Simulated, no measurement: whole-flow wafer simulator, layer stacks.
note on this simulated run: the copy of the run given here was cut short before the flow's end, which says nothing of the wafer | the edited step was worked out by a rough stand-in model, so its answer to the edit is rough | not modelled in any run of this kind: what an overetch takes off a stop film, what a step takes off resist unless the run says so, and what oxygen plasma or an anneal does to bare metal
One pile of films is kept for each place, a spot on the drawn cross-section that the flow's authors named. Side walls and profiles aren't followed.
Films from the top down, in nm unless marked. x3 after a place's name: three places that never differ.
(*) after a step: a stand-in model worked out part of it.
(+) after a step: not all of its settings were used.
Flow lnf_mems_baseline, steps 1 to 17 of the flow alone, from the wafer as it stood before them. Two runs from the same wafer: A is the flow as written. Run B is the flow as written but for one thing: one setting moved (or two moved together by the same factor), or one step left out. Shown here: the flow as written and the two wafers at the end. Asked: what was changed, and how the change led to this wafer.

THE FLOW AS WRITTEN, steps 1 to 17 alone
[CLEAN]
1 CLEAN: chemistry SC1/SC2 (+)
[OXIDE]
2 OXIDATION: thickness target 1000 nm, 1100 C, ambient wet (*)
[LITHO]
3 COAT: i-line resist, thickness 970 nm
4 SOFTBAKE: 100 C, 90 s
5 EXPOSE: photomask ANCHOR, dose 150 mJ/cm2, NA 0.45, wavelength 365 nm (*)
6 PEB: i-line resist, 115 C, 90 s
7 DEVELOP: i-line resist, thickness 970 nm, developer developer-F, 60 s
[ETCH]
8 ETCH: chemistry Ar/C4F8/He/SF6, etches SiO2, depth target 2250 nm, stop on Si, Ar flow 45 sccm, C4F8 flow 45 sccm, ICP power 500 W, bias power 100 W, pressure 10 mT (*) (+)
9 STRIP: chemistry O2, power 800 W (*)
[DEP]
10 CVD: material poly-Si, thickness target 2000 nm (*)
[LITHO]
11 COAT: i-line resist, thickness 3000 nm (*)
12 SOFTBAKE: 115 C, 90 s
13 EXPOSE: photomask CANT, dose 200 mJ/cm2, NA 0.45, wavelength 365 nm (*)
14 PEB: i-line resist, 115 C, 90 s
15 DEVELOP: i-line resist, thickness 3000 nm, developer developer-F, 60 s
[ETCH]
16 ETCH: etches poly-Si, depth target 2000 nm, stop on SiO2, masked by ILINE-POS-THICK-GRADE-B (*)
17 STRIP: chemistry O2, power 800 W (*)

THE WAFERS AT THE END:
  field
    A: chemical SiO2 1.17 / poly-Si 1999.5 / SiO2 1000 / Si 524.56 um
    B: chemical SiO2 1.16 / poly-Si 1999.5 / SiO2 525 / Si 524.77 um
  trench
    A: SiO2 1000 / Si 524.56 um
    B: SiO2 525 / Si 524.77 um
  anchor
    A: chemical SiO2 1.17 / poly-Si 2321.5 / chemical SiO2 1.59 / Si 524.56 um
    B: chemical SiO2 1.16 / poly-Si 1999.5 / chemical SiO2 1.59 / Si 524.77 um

The cause: step 2, OXIDATION: thickness target 525 nm was run, where the flow has thickness target 1000 nm.
It can be read off the wafer: field has SiO2 525, and step 2 as written asks for 1000 nm.

How the change led to this, step by step:
  2 OXIDATION: thickness target 1000 nm, 1100 C, ambient wet (*)
      field, anchor, beam, trench, char_slit: A SiO2 +1000 (new film), chemical SiO2 -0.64 (all of it), Si -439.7 | B SiO2 +525 (new film), chemical SiO2 -0.64 (all of it), Si -230.7
  8 ETCH: chemistry Ar/C4F8/He/SF6, etches SiO2, depth target 2250 nm, stop on Si, Ar flow 45 sccm, C4F8 flow 45 sccm, ICP power 500 W, bias power 100 W, pressure 10 mT (*) (+)
      field, beam, trench, char_slit: A i-line resist -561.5 | B i-line resist -324
      anchor: A SiO2 -1000 (all of it) | B SiO2 -525 (all of it)
  9 STRIP: chemistry O2, power 800 W (*)
      field, beam, trench, char_slit: A i-line resist -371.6 (all of it) | B i-line resist -609.1 (all of it)
  10 CVD: material poly-Si, thickness target 2000 nm (*)
      anchor: A poly-Si +2322 (new film) | B poly-Si +2000 (new film)
  11 COAT: i-line resist, thickness 3000 nm (*)
      anchor: A i-line resist +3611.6 (new film) | B i-line resist +3461.4 (new film)
  12 SOFTBAKE: 115 C, 90 s
      anchor: A i-line resist +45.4 | B i-line resist +43.2
  14 PEB: i-line resist, 115 C, 90 s
      anchor: A i-line resist -46.1 | B i-line resist -43.4
  17 STRIP: chemistry O2, power 800 W (*)
      anchor: A chemical SiO2 +1.17 (new film), i-line resist -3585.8 (all of it), poly-Si -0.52 | B chemical SiO2 +1.16 (new film), i-line resist -3436.1 (all of it), poly-Si -0.51
